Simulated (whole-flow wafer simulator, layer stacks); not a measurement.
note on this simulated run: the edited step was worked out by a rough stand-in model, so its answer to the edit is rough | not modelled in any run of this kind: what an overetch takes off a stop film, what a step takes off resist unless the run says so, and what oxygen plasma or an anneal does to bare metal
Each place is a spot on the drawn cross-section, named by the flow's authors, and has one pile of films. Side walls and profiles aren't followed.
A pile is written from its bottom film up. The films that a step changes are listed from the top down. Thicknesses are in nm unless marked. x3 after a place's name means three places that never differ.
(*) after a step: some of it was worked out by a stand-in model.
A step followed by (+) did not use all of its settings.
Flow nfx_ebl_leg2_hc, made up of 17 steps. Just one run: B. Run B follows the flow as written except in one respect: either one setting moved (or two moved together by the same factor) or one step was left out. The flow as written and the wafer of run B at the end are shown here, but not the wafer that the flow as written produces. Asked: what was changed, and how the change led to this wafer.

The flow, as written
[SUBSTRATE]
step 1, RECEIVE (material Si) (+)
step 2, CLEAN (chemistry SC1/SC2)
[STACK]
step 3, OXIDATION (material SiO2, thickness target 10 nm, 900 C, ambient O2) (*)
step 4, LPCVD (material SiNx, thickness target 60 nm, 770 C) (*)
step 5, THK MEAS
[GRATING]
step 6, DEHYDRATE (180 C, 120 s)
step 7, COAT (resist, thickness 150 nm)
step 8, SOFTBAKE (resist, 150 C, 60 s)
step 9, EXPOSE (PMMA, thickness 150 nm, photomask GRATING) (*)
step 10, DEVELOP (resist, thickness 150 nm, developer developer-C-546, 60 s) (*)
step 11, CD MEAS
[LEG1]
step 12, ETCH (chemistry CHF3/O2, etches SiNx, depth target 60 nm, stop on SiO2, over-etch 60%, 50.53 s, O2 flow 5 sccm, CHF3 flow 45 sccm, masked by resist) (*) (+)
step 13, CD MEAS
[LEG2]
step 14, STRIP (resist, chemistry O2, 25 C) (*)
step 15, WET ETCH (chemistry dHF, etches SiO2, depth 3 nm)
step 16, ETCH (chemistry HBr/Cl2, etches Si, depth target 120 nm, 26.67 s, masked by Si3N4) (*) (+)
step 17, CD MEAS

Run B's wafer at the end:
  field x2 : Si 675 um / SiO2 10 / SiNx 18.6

The reason: step 4, LPCVD: thickness target 30 nm was run, while the flow as written has thickness target 60 nm.

The path from the change to this, step by step:
  step 4, LPCVD (material SiNx, thickness target 60 nm, 770 C) (*)
      field x2, pad x2: +30 SiNx (new film) (in the flow as written it would be: +60 SiNx (new film))
  step 12, ETCH (chemistry CHF3/O2, etches SiNx, depth target 60 nm, stop on SiO2, over-etch 60%, 50.53 s, O2 flow 5 sccm, CHF3 flow 45 sccm, masked by resist) (*) (+)
      pad x2: -30 SiNx (all of it), -10 SiO2 (all of it) (in the flow as written it would be: -60 SiNx (all of it), -10 SiO2 (all of it))
